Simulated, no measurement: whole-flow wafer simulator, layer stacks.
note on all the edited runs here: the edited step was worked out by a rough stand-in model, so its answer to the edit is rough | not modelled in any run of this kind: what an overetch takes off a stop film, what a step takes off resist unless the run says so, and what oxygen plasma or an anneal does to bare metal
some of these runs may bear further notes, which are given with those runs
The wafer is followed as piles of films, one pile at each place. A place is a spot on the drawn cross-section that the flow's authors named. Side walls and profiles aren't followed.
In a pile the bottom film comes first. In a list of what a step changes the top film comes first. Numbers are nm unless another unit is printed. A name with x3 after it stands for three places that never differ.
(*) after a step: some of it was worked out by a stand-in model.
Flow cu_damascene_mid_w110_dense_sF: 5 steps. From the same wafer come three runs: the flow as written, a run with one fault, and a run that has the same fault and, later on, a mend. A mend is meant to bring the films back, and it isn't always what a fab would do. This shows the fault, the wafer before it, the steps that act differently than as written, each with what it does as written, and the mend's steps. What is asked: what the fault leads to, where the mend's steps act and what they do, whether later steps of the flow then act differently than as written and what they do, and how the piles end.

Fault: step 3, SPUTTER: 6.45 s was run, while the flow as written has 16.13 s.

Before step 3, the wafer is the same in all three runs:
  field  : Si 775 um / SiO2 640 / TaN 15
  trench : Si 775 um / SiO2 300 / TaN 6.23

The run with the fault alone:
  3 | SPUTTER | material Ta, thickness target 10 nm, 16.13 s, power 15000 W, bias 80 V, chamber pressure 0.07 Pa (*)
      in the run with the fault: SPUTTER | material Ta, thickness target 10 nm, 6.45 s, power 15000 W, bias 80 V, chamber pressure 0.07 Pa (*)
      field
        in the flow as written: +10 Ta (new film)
        in the run with the fault: +4 Ta (new film)
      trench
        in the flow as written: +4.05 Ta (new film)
        in the run with the fault: +1.62 Ta (new film)
  None of the later steps of the flow differs from how it acts as written, at any place that is followed, by more than 2% or 0.5 nm, whichever is larger.
  The piles end different from the flow's at field, trench by more than 2% or 0.5 nm, whichever is larger.
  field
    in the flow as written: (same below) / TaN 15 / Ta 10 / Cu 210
    in the run with the fault: (same below) / TaN 15 / Ta 4 / Cu 210
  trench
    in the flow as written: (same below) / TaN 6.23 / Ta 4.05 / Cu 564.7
    in the run with the fault: (same below) / TaN 6.23 / Ta 1.62 / Cu 561.2

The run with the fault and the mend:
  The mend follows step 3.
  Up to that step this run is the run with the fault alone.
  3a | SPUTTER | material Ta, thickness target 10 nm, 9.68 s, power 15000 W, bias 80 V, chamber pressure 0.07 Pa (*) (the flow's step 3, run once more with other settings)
      field
        +6 Ta
      trench
        +2.39 Ta
  None of the later steps of the flow differs from how it acts as written, at any place that is followed, by more than 2% or 0.5 nm, whichever is larger.
  At the end the piles are close to the flow's at the places that both follow, differing by at most 2% or 0.5 nm, whichever is larger.
